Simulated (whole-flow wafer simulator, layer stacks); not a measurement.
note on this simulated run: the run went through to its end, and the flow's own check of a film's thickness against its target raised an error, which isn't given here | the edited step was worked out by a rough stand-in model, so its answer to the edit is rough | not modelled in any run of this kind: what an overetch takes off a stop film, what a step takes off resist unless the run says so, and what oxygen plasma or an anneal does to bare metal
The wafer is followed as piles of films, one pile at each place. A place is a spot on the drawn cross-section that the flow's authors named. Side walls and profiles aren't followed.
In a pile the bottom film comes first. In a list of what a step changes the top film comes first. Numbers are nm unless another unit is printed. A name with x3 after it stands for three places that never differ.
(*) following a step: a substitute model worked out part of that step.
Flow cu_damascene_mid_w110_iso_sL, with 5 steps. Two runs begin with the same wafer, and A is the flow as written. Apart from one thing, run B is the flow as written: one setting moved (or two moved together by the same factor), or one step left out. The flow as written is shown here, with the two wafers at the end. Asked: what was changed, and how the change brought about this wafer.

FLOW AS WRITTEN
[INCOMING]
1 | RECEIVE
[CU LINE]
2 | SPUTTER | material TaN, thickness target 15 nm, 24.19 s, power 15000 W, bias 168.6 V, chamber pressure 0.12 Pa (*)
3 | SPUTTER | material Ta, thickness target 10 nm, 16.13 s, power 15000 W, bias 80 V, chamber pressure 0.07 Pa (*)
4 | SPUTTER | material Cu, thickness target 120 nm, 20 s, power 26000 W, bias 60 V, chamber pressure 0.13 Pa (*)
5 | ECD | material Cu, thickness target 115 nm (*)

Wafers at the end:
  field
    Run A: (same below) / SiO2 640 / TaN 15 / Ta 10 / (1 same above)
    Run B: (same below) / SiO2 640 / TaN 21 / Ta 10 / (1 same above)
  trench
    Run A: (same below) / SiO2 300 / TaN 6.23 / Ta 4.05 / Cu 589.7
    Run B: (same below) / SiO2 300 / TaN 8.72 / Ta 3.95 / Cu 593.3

What caused this: step 2, SPUTTER: thickness target 21 nm was run, while the flow as written has thickness target 15 nm.
The wafer lets one read it off: field has TaN 21, and step 2 as written asks for 15 nm.

Step by step, how the change led to this:
  2 | SPUTTER | material TaN, thickness target 15 nm, 24.19 s, power 15000 W, bias 168.6 V, chamber pressure 0.12 Pa (*)
      field: A TaN gains 15 (new film) | B TaN gains 21 (new film)
      trench: A TaN gains 6.23 (new film) | B TaN gains 8.72 (new film)
  4 | SPUTTER | material Cu, thickness target 120 nm, 20 s, power 26000 W, bias 60 V, chamber pressure 0.13 Pa (*)
      trench: A Cu gains 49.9 (new film) | B Cu gains 48.9 (new film)
